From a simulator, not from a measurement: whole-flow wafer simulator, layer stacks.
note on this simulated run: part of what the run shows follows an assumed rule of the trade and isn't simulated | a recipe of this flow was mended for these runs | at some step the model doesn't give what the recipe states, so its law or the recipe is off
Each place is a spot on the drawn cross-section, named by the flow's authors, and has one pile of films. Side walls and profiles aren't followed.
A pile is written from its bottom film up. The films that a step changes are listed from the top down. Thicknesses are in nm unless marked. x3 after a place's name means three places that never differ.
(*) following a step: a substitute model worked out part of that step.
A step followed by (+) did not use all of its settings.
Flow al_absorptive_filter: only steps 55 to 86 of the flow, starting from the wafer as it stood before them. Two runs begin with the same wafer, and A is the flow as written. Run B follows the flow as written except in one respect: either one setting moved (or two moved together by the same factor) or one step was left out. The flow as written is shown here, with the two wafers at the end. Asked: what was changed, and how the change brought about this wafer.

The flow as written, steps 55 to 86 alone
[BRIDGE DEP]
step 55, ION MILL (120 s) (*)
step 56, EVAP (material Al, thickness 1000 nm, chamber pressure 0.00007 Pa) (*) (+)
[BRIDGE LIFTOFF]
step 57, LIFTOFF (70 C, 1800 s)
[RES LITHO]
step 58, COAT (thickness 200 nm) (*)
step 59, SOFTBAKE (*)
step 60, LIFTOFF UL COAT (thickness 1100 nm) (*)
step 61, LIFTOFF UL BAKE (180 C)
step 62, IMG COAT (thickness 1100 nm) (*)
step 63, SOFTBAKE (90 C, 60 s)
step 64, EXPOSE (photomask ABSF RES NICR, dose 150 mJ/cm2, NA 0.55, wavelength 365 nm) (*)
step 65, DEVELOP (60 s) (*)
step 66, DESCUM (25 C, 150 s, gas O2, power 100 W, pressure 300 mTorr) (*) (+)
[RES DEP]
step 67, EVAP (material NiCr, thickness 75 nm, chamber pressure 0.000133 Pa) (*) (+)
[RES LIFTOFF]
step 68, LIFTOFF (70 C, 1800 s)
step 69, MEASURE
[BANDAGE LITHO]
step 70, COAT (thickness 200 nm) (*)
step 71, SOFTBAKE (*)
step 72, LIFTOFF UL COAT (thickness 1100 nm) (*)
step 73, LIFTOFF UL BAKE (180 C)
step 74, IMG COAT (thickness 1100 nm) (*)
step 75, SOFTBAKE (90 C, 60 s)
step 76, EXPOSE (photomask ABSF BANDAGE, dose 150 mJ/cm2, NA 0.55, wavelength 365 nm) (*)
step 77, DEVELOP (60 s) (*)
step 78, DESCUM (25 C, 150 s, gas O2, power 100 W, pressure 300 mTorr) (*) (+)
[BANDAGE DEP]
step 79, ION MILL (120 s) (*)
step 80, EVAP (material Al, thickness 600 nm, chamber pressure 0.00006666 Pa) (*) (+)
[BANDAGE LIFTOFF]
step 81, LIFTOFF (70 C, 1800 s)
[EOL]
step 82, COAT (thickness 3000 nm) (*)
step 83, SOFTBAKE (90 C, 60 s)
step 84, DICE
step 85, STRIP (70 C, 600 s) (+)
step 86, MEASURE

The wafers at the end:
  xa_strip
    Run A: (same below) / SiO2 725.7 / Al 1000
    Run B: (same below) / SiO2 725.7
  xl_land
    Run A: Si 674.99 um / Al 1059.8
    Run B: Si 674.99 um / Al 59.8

The reason: step 56, EVAP: material Al, thickness 1000 nm, chamber pressure 0.00007 Pa (*) (+), was omitted.

Step by step, how the change led to this:
  step 57, LIFTOFF (70 C, 1800 s)
      gnd, xa_field, idc_field: A -1000 Al (all of it), -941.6 i-line-resist (all of it), -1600 lift-off-underlayer (all of it), -200 acrylic-e-beam-resist (all of it) | B -941.6 i-line-resist (all of it), -1600 lift-off-underlayer (all of it), -200 acrylic-e-beam-resist (all of it)
      pad_far: A -1000 Al (all of it), -940.5 i-line-resist (all of it), -1591.1 lift-off-underlayer (all of it), -198.5 acrylic-e-beam-resist (all of it) | B -940.5 i-line-resist (all of it), -1591.1 lift-off-underlayer (all of it), -198.5 acrylic-e-beam-resist (all of it)
      (and at 6 other places as well)
  step 58, COAT (thickness 200 nm) (*)
      xa_margin: A +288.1 acrylic-e-beam-resist (new film) | B +80.3 acrylic-e-beam-resist (new film)
      xa_strip: A +66.9 acrylic-e-beam-resist (new film) | B +162.3 acrylic-e-beam-resist (new film)
      (and at 2 other places as well)
  step 60, LIFTOFF UL COAT (thickness 1100 nm) (*)
      xa_margin: A +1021 lift-off-underlayer (new film) | B +809.3 lift-off-underlayer (new film)
      xa_strip: A +459.8 lift-off-underlayer (new film) | B +797.8 lift-off-underlayer (new film)
      (and at 1 other place as well)
  step 62, IMG COAT (thickness 1100 nm) (*)
      xa_margin: A +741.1 i-line-resist (new film) | B +959.6 i-line-resist (new film)
      xa_strip: A +577.9 i-line-resist (new film) | B +906 i-line-resist (new film)
  step 63, SOFTBAKE (90 C, 60 s)
      xa_margin: A -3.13 i-line-resist | B -1.03 i-line-resist
      xa_strip: A -4.64 i-line-resist | B -2.63 i-line-resist
  step 68, LIFTOFF (70 C, 1800 s)
      xa_margin: A -75 NiCr (all of it), -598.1 i-line-resist (all of it), -1021 lift-off-underlayer (all of it), -288.1 acrylic-e-beam-resist (all of it) | B -75 NiCr (all of it), -818.7 i-line-resist (all of it), -809.3 lift-off-underlayer (all of it), -80.3 acrylic-e-beam-resist (all of it)
      xa_strip: A -75 NiCr (all of it), -433.3 i-line-resist (all of it), -459.8 lift-off-underlayer (all of it), -66.9 acrylic-e-beam-resist (all of it) | B -75 NiCr (all of it), -763.5 i-line-resist (all of it), -797.8 lift-off-underlayer (all of it), -162.3 acrylic-e-beam-resist (all of it)
      (and at 2 other places as well)
  step 70, COAT (thickness 200 nm) (*)
      xa_margin: A +288.1 acrylic-e-beam-resist (new film) | B +80.3 acrylic-e-beam-resist (new film)
      xa_strip: A +66.9 acrylic-e-beam-resist (new film) | B +162.3 acrylic-e-beam-resist (new film)
      (and at 1 other place as well)
  step 72, LIFTOFF UL COAT (thickness 1100 nm) (*)
      xa_margin: A +1021 lift-off-underlayer (new film) | B +809.3 lift-off-underlayer (new film)
      xa_strip: A +459.8 lift-off-underlayer (new film) | B +797.8 lift-off-underlayer (new film)
  step 74, IMG COAT (thickness 1100 nm) (*)
      xa_margin: A +741.1 i-line-resist (new film) | B +959.6 i-line-resist (new film)
      xa_strip: A +577.9 i-line-resist (new film) | B +906 i-line-resist (new film)
  step 75, SOFTBAKE (90 C, 60 s)
      xa_margin: A -3.13 i-line-resist | B -1.03 i-line-resist
      xa_strip: A -4.64 i-line-resist | B -2.63 i-line-resist
  step 81, LIFTOFF (70 C, 1800 s)
      xa_margin: A -600 Al (all of it), -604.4 i-line-resist (all of it), -1021 lift-off-underlayer (all of it), -288.1 acrylic-e-beam-resist (all of it) | B -600 Al (all of it), -825 i-line-resist (all of it), -809.3 lift-off-underlayer (all of it), -80.3 acrylic-e-beam-resist (all of it)
      xa_strip: A -600 Al (all of it), -439.6 i-line-resist (all of it), -459.8 lift-off-underlayer (all of it), -66.9 acrylic-e-beam-resist (all of it) | B -600 Al (all of it), -769.8 i-line-resist (all of it), -797.8 lift-off-underlayer (all of it), -162.3 acrylic-e-beam-resist (all of it)
      (and at 1 other place as well)
  step 82, COAT (thickness 3000 nm) (*)
      xa_margin: A +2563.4 i-line-resist (new film) | B +2401.7 i-line-resist (new film)
      xa_strip: A +1594.3 i-line-resist (new film) | B +2413.1 i-line-resist (new film)
  step 83, SOFTBAKE (90 C, 60 s)
      xa_margin: A -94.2 i-line-resist | B -41 i-line-resist
      xa_strip: A -117.3 i-line-resist | B -50.1 i-line-resist
      (and at 1 other place as well)
  step 85, STRIP (70 C, 600 s) (+)
      xa_margin: A -2469.3 i-line-resist (all of it) | B -2360.7 i-line-resist (all of it)
      xa_strip: A -1477 i-line-resist (all of it) | B -2363 i-line-resist (all of it)
If metal films that touch count as one body, xa_strip has 1 body; the flow as written gives 2 bodies (between them, from the top down: SiO2 725.7).
